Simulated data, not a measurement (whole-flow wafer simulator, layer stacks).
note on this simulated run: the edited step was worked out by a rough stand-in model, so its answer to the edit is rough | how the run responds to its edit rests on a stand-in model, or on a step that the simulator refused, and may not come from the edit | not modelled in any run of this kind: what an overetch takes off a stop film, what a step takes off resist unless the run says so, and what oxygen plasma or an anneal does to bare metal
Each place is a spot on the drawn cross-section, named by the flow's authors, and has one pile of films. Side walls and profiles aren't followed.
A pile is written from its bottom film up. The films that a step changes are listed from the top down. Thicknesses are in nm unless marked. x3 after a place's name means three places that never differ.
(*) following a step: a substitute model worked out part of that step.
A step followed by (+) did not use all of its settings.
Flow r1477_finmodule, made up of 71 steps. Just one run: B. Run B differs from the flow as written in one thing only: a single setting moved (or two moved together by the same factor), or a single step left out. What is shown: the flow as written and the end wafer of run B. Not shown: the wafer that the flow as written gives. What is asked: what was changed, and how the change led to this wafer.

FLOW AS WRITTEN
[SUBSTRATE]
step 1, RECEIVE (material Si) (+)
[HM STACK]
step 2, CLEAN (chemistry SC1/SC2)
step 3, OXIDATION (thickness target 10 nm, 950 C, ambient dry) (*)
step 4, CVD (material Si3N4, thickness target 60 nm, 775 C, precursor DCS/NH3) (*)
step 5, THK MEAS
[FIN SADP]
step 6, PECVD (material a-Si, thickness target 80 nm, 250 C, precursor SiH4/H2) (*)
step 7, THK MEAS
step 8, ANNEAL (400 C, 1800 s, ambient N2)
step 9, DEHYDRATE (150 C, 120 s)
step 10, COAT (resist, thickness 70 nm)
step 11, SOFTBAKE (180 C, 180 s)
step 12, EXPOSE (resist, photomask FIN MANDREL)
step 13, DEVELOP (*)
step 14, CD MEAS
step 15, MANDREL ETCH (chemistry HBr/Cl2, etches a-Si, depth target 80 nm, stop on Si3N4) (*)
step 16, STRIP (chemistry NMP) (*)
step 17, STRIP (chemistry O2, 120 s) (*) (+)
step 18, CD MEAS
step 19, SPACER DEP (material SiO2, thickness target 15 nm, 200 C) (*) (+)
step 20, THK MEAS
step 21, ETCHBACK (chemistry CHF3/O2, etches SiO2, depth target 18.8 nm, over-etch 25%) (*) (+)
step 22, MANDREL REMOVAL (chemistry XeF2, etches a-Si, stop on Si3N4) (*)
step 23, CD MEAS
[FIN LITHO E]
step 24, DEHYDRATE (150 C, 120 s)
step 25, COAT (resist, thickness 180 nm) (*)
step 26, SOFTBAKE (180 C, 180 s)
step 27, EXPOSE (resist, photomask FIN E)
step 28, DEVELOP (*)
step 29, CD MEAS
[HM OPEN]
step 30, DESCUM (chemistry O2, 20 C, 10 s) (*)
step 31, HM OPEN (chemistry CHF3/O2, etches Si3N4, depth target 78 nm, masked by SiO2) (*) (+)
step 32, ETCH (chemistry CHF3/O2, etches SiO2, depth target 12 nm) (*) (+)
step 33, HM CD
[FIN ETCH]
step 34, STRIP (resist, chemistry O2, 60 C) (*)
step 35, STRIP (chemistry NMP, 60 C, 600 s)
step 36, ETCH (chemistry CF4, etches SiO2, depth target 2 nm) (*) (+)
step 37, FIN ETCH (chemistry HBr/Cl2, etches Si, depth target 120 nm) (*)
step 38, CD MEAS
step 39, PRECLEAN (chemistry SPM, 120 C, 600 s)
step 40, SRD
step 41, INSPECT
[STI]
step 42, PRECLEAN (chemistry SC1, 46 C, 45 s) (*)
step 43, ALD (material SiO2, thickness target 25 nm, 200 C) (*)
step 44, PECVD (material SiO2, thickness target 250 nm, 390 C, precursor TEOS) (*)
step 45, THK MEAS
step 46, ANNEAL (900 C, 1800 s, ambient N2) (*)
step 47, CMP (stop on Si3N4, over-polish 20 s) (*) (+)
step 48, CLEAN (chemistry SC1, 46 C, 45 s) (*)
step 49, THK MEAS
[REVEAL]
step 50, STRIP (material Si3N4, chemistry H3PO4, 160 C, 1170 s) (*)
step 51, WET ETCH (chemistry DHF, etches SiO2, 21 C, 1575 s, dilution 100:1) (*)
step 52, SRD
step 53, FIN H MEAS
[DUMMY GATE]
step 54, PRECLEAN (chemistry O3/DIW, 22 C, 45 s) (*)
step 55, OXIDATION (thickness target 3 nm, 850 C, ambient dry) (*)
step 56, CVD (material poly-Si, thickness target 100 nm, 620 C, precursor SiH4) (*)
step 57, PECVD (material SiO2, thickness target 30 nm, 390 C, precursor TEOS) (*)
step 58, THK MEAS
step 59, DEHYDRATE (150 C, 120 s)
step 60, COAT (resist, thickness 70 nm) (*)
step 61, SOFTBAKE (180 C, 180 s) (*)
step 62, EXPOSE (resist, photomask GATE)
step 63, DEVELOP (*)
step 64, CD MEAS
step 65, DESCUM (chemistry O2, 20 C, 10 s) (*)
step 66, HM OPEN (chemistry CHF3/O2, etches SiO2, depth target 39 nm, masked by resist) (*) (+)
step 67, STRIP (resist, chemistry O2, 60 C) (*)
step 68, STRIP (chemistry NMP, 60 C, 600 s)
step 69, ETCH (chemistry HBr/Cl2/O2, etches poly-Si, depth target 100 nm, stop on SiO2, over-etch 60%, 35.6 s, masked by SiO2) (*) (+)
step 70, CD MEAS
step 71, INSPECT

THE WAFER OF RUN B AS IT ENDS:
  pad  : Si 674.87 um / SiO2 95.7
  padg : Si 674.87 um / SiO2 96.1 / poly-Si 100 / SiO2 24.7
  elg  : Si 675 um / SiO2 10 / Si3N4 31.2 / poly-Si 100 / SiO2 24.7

The reason: step 6, PECVD: thickness target 62 nm was run, though the flow has thickness target 80 nm.

Step by step, how the change led to this:
  step 6, PECVD (material a-Si, thickness target 80 nm, 250 C, precursor SiH4/H2) (*)
      pad, padg, elg and 33 more: a-Si gains 62 (new film) (as written it would have been: a-Si gains 80 (new film))
  step 15, MANDREL ETCH (chemistry HBr/Cl2, etches a-Si, depth target 80 nm, stop on Si3N4) (*)
      pad, padg, elg and 27 more: a-Si loses 62 (all of it) (as written it would have been: a-Si loses 80 (all of it))
  step 21, ETCHBACK (chemistry CHF3/O2, etches SiO2, depth target 18.8 nm, over-etch 25%) (*) (+)
      s40sg_line, s45sg_line, s50sg_line, s40so_line, s45so_line, s50so_line: SiO2 gains 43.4 (as written it would have been: SiO2 gains 61.4)
  step 22, MANDREL REMOVAL (chemistry XeF2, etches a-Si, stop on Si3N4) (*)
      s40cg, s45cg, s50cg, s40co, s45co, s50co: a-Si loses 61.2 (all of it) (as written it would have been: a-Si loses 79.2 (all of it))
  step 25, COAT (resist, thickness 180 nm) (*)
      s40cg, s40co: resist gains 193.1 (new film) (as written it would have been: resist gains 197.6 (new film))
      s40sg, s40so: resist gains 196.7 (new film) (as written it would have been: resist gains 201.2 (new film))
      (and at 14 other places as well)
  step 28, DEVELOP (*)
      s40cg, s40co: resist loses 193.1 (all of it) (as written it would have been: resist loses 197.6 (all of it))
      s40sg, s40so: resist loses 196.7 (all of it) (as written it would have been: resist loses 201.2 (all of it))
      (and at 14 other places as well)
  step 37, FIN ETCH (chemistry HBr/Cl2, etches Si, depth target 120 nm) (*)
      s40sg_line, s45sg_line, s50sg_line, s40so_line, s45so_line, s50so_line: SiO2 loses 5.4 (all of it), Si3N4 loses 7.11 (as written it would have been: SiO2 loses 9.23)
  step 43, ALD (material SiO2, thickness target 25 nm, 200 C) (*)
      s40sg_line, s45sg_line, s50sg_line, s40so_line, s45so_line, s50so_line: SiO2 gains 25 (new film) (as written it would have been: SiO2 gains 25)
      s40cg, s45cg, s50cg, s40co, s45co, s50co: SiO2 gains 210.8 (new film) (as written it would have been: SiO2 gains 232.1 (new film))
  step 47, CMP (stop on Si3N4, over-polish 20 s) (*) (+)
      pad, padg, e40sg and 11 more: SiO2 loses 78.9 (as written it would have been: SiO2 loses 71.8)
      elg, esg, e40lg and 6 more: SiO2 loses 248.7 (as written it would have been: SiO2 loses 241.6)
      (and at 13 other places as well)
  step 50, STRIP (material Si3N4, chemistry H3PO4, 160 C, 1170 s) (*)
      s40sg_line, s45sg_line, s50sg_line, s40so_line, s45so_line, s50so_line: Si3N4 loses 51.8 (all of it), SiO2 loses 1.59 (as written it would have been: Si3N4 loses 58.9 (all of it), SiO2 loses 1.37)
  step 51, WET ETCH (chemistry DHF, etches SiO2, 21 C, 1575 s, dilution 100:1) (*)
      elg, e40lg, e100lg, e200lg, elo, e40lo, e100lo, e200lo: SiO2 loses 10.7 (all of it), Si3N4 loses 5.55 (as written it would have been: SiO2 loses 17.8 (all of it), Si3N4 loses 4.97)
  step 56, CVD (material poly-Si, thickness target 100 nm, 620 C, precursor SiH4) (*)
      s40cg, s40co: poly-Si gains 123 (new film) (as written it would have been: poly-Si gains 113.9 (new film))
      s45cg, s45co: poly-Si gains 123 (new film) (as written it would have been: poly-Si gains 113.4 (new film))
      (and at 3 other places as well)
  step 60, COAT (resist, thickness 70 nm) (*)
      e40sg, eso, e40so: resist gains 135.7 (new film) (as written it would have been: resist gains 129.5 (new film))
      e100sg, e100so: resist gains 135.6 (new film) (as written it would have been: resist gains 129.4 (new film))
      (and at 12 other places as well)
  step 63, DEVELOP (*)
      eso, e40so: resist loses 135.7 (all of it) (as written it would have been: resist loses 129.5 (all of it))
      e100so: resist loses 135.6 (all of it) (as written it would have been: resist loses 129.4 (all of it))
      (and at 6 other places as well)
  step 67, STRIP (resist, chemistry O2, 60 C) (*)
      e40sg: resist loses 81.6 (all of it) (as written it would have been: resist loses 75.4 (all of it))
      e100sg: resist loses 81.5 (all of it) (as written it would have been: resist loses 75.3 (all of it))
      (and at 6 other places as well)
  step 69, ETCH (chemistry HBr/Cl2/O2, etches poly-Si, depth target 100 nm, stop on SiO2, over-etch 60%, 35.6 s, masked by SiO2) (*) (+)
      s40co: chemical SiO2 loses 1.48 (all of it), poly-Si loses 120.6 (all of it), SiO2 loses 0.2 (as written it would have been: chemical SiO2 loses 1.46 (all of it), poly-Si loses 111.5 (all of it), SiO2 loses 0.24)
      s45co: chemical SiO2 loses 1.48 (all of it), poly-Si loses 120.6 (all of it), SiO2 loses 0.2 (as written it would have been: chemical SiO2 loses 1.46 (all of it), poly-Si loses 110.9 (all of it), SiO2 loses 0.25)
      (and at 1 other place as well)
